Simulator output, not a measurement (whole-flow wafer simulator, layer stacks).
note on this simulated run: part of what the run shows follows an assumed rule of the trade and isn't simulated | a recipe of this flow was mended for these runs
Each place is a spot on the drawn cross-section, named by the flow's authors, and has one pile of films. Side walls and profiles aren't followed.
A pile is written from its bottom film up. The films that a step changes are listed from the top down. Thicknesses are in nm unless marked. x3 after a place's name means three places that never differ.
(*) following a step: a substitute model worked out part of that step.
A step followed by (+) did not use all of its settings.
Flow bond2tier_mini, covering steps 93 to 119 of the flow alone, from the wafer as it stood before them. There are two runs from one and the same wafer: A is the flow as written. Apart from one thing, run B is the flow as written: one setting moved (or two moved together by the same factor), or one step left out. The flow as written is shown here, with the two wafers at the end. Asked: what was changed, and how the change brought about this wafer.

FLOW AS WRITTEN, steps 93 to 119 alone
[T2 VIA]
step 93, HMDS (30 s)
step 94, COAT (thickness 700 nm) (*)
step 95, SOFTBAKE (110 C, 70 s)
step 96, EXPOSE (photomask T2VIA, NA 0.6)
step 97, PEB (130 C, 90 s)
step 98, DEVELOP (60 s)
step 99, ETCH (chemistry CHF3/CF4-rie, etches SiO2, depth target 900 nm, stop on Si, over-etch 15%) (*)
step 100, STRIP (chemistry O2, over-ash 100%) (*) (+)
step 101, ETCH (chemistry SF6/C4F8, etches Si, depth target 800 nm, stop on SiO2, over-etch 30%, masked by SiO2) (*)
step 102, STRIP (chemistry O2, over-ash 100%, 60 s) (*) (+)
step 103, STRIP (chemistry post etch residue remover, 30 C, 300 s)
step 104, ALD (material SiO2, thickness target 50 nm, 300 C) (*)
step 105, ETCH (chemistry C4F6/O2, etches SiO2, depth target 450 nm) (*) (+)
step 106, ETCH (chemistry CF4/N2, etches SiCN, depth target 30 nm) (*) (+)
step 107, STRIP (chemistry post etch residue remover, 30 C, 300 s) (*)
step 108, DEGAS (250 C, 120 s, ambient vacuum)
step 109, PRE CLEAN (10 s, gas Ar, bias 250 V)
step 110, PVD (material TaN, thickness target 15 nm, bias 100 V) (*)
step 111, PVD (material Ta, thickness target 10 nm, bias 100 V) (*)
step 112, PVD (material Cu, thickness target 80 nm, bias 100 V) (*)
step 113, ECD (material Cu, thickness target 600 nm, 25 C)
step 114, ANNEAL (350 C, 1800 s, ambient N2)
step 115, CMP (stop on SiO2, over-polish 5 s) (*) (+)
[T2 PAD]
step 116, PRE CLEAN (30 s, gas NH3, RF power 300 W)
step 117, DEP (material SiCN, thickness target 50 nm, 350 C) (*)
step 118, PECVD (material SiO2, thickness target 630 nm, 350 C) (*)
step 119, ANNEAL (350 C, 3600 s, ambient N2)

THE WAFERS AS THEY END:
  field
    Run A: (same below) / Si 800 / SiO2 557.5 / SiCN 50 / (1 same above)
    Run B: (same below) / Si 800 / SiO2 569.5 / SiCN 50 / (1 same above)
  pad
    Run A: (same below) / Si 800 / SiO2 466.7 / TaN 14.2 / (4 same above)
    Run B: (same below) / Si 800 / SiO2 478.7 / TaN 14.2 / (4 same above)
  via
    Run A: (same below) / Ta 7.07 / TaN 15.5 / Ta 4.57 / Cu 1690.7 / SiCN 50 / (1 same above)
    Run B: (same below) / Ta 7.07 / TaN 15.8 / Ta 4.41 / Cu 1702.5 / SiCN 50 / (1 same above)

Cause: step 104, ALD: thickness target 62 nm was run, though the flow has thickness target 50 nm.

How this came from the change, step by step:
  step 104, ALD (material SiO2, thickness target 50 nm, 300 C) (*)
      field, pad, via: A +50 SiO2 | B +62 SiO2
  step 105, ETCH (chemistry C4F6/O2, etches SiO2, depth target 450 nm) (*) (+)
      via: A -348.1 SiO2 (all of it), -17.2 SiCN | B -360.1 SiO2 (all of it), -15.2 SiCN
  step 106, ETCH (chemistry CF4/N2, etches SiCN, depth target 30 nm) (*) (+)
      via: A -17.6 SiCN (all of it), -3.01 TaN | B -19.7 SiCN (all of it), -2.52 TaN
  step 112, PVD (material Cu, thickness target 80 nm, bias 100 V) (*)
      via: A +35 Cu (new film) | B +33.7 Cu (new film)
